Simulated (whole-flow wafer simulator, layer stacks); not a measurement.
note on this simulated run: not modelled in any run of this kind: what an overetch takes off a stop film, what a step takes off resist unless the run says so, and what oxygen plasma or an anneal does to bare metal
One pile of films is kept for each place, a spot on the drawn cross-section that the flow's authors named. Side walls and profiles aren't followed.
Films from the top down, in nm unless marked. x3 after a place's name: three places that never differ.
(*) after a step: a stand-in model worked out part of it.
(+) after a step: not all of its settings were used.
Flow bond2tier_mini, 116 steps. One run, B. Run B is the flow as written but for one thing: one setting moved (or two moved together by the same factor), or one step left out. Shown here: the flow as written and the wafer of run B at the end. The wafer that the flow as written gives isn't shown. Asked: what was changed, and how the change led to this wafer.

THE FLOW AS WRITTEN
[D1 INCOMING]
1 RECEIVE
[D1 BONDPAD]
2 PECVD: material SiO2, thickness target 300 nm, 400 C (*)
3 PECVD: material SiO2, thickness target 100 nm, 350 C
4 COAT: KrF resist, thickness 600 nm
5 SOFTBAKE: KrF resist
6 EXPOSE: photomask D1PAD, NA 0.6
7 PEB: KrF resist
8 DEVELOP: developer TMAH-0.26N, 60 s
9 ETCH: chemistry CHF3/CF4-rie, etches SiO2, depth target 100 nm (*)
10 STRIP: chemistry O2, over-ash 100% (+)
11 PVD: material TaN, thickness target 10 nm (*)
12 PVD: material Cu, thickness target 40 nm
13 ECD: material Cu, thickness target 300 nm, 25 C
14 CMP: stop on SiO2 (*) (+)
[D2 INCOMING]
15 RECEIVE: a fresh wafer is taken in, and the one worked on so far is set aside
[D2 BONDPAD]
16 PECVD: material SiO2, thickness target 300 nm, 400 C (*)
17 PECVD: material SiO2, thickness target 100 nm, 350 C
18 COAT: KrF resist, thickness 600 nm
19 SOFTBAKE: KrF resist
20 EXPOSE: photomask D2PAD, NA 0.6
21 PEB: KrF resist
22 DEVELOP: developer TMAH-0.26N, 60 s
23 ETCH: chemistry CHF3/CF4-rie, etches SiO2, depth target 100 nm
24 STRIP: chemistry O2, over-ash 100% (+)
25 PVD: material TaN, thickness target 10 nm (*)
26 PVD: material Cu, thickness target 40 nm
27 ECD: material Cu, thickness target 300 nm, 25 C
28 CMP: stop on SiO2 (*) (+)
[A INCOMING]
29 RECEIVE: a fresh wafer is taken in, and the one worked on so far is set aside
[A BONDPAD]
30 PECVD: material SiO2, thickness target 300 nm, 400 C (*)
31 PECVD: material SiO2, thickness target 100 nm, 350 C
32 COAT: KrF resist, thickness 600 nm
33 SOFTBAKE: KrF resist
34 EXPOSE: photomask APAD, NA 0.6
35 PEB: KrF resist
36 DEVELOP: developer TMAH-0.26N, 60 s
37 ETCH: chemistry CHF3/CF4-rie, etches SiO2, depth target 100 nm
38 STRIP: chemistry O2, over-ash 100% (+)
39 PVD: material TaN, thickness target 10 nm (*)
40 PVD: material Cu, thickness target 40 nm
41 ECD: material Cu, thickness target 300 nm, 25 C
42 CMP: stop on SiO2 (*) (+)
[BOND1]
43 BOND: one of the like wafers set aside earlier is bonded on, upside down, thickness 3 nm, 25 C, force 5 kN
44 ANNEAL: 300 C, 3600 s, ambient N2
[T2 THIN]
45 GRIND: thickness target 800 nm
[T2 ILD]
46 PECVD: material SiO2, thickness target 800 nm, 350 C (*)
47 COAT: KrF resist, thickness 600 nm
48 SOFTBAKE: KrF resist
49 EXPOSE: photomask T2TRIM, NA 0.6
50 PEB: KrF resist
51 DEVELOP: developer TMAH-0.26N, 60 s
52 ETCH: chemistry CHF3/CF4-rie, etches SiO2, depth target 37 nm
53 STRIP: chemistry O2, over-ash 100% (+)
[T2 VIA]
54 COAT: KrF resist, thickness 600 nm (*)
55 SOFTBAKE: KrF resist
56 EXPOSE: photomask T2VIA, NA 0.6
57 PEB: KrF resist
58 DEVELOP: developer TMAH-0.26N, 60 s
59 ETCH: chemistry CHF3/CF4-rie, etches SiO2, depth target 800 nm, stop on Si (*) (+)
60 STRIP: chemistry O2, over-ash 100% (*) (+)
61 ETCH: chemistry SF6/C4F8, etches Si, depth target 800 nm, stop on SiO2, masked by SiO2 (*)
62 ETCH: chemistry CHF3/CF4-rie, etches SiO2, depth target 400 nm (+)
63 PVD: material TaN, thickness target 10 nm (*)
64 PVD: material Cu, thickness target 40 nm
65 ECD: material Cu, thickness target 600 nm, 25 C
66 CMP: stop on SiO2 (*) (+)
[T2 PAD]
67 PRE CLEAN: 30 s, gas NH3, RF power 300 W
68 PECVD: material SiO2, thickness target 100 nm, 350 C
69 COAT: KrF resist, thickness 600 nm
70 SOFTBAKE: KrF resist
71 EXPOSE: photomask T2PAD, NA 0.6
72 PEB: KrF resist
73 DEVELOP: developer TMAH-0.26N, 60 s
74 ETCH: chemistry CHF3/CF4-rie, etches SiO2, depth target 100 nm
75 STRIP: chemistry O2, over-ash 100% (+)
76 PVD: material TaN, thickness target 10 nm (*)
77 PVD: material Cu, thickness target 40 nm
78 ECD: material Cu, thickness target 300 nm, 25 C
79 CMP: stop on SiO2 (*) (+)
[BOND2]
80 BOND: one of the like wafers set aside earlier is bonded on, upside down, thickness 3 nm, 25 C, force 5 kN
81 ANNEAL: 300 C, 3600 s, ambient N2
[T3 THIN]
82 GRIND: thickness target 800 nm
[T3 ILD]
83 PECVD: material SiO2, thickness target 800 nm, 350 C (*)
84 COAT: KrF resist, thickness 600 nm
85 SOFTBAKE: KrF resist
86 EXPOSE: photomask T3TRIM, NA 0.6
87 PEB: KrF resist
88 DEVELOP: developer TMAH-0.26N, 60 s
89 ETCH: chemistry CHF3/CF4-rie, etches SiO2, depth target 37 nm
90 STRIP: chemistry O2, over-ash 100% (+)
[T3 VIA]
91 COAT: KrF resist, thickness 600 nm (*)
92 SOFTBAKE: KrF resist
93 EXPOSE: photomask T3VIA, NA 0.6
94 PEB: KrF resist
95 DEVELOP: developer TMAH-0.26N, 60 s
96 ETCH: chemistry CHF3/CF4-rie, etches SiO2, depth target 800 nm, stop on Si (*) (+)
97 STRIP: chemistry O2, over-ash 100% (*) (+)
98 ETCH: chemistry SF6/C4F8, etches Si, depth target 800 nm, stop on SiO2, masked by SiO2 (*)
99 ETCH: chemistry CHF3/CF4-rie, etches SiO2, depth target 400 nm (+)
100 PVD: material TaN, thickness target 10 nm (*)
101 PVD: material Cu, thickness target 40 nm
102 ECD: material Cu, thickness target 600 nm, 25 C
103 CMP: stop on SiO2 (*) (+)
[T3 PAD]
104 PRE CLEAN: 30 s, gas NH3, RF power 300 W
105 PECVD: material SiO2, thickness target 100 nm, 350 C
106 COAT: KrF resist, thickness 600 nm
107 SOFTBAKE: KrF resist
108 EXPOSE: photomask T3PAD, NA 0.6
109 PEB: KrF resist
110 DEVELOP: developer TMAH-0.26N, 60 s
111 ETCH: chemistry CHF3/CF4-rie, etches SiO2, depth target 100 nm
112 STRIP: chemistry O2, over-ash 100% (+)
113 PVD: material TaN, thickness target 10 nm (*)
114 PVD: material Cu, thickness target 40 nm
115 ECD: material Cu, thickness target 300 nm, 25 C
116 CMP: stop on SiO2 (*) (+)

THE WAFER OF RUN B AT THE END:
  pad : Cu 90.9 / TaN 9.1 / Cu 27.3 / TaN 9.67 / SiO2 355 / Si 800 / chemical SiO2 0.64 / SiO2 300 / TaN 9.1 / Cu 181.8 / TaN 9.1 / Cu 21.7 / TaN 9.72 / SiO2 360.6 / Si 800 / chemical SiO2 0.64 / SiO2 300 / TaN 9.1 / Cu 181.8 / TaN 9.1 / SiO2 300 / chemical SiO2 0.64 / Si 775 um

The cause: step 52, ETCH: depth target 31.4 nm was run, where the flow has depth target 37 nm.

How the change led to this, step by step:
  52 ETCH: chemistry CHF3/CF4-rie, etches SiO2, depth target 37 nm
      pad, via: SiO2 -31.4 (as written it would be: SiO2 -37)
      field: KrF resist -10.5 (as written it would be: KrF resist -12.3)
